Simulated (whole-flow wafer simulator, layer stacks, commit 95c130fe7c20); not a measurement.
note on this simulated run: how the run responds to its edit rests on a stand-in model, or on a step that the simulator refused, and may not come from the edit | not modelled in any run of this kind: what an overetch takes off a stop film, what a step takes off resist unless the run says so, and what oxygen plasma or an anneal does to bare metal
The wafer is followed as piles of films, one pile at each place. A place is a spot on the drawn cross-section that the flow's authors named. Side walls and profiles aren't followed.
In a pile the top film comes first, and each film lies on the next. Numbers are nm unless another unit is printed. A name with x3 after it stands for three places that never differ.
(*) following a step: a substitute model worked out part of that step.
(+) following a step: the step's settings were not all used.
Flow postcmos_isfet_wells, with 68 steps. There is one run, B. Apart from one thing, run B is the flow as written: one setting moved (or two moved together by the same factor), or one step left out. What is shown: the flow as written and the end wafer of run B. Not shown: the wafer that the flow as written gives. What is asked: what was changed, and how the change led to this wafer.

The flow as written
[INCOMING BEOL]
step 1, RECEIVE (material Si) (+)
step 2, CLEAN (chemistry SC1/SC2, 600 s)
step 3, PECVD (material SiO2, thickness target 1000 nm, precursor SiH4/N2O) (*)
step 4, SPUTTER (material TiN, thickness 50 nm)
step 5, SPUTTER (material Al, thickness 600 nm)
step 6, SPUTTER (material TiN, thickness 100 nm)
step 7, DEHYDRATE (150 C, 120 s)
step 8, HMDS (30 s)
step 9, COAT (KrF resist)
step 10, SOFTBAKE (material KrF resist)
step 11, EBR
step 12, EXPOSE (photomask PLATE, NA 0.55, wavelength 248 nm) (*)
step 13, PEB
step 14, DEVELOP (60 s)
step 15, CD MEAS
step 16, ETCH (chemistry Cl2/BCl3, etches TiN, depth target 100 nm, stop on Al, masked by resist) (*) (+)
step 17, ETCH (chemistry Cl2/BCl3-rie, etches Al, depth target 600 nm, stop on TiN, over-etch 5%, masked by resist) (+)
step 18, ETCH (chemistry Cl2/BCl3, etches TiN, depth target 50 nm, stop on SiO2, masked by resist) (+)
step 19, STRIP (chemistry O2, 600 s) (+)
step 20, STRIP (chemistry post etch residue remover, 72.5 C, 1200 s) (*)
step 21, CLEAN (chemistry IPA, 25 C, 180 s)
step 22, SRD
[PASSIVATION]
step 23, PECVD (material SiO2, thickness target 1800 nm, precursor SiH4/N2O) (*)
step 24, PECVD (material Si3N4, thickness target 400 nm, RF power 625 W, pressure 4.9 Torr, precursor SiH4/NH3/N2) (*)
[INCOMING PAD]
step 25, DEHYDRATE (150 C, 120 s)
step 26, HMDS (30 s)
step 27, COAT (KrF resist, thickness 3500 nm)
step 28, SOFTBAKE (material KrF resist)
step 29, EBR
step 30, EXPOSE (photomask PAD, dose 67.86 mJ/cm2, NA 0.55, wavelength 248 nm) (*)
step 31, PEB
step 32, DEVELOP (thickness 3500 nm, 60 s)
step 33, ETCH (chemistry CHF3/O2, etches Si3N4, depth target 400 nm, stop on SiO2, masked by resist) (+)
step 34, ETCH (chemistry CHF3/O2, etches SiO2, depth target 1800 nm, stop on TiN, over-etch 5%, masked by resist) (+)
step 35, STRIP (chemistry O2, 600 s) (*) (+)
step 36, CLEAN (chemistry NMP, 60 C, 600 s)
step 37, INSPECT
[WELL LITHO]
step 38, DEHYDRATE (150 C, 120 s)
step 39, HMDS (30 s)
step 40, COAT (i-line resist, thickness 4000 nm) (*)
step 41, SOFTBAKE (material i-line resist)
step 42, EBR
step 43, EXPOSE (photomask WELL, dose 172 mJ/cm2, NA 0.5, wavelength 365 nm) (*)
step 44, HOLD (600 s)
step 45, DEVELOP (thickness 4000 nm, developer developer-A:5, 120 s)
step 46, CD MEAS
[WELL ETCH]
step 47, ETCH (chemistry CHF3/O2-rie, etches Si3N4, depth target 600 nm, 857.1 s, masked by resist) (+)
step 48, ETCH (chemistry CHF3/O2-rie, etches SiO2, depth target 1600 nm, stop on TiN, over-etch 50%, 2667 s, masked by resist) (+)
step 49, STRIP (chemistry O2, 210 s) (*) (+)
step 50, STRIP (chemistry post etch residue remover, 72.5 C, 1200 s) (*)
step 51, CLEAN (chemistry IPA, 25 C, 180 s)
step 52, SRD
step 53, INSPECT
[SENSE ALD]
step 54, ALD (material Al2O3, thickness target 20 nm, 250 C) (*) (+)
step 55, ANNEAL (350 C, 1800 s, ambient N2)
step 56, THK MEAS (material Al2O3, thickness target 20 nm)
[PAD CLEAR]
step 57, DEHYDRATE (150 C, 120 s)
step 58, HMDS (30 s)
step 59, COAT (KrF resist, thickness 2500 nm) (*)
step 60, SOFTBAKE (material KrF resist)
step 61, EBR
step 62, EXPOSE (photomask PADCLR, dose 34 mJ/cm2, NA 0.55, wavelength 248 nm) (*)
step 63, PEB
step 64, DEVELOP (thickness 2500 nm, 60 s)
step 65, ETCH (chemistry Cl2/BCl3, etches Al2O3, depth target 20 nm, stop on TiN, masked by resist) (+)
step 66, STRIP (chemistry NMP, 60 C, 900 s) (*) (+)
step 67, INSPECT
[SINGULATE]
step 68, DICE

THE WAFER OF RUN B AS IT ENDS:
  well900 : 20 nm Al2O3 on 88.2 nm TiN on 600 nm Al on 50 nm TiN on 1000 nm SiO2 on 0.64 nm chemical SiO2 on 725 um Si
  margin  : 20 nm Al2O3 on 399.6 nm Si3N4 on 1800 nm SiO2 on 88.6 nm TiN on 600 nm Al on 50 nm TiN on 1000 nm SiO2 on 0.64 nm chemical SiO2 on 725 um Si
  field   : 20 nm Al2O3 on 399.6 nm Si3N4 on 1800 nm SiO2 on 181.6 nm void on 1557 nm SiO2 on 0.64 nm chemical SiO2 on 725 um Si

Cause: step 6, SPUTTER: thickness 89 nm was run, whereas the flow has thickness 100 nm.

Step by step, how the change led to this:
  step 6, SPUTTER (material TiN, thickness 100 nm)
      field, margin, well900, well1300 x3, pad_rim, pad_clr, pad_open: +89 TiN (new film) (in the flow as written it would be: +100 TiN (new film))
  step 16, ETCH (chemistry Cl2/BCl3, etches TiN, depth target 100 nm, stop on Al, masked by resist) (*) (+)
      field: -89 TiN (all of it) (in the flow as written it would be: -100 TiN (all of it))
  step 23, PECVD (material SiO2, thickness target 1800 nm, precursor SiH4/N2O) (*)
      field: +1800 SiO2 (new film), +181.6 void (new film), +557 SiO2 (in the flow as written it would be: +1800 SiO2 (new film), +189.9 void (new film), +559.7 SiO2)
